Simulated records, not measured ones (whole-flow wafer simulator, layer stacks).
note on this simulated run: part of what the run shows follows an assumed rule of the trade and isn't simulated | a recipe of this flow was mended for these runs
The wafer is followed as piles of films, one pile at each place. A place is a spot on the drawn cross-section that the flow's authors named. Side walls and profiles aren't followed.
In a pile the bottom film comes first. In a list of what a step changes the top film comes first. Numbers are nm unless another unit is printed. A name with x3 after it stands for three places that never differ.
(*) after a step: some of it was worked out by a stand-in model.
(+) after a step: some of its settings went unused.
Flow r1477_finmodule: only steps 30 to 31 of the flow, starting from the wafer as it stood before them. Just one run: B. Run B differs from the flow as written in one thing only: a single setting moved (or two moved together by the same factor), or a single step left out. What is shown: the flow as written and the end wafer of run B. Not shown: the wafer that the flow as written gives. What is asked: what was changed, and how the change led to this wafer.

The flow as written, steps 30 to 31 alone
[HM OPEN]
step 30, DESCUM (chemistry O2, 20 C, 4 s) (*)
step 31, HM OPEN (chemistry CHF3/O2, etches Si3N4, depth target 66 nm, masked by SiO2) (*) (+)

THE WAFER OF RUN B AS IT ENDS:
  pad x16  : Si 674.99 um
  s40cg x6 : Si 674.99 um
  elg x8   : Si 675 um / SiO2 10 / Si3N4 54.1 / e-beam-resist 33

What caused this: step 31, HM OPEN: depth target 80.3 nm was run, whereas the flow has depth target 66 nm.

How this came from the change, step by step:
  step 31, HM OPEN (chemistry CHF3/O2, etches Si3N4, depth target 66 nm, masked by SiO2) (*) (+)
      pad x16: -54.1 Si3N4 (all of it), -10 SiO2 (all of it), -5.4 Si (as written it would have been: -54.1 Si3N4 (all of it), -5.95 SiO2)
      s40cg x6: -60 Si3N4 (all of it), -10 SiO2 (all of it), -3.43 Si (as written it would have been: -60 Si3N4 (all of it), -3 SiO2)
      (and at 14 other places as well)
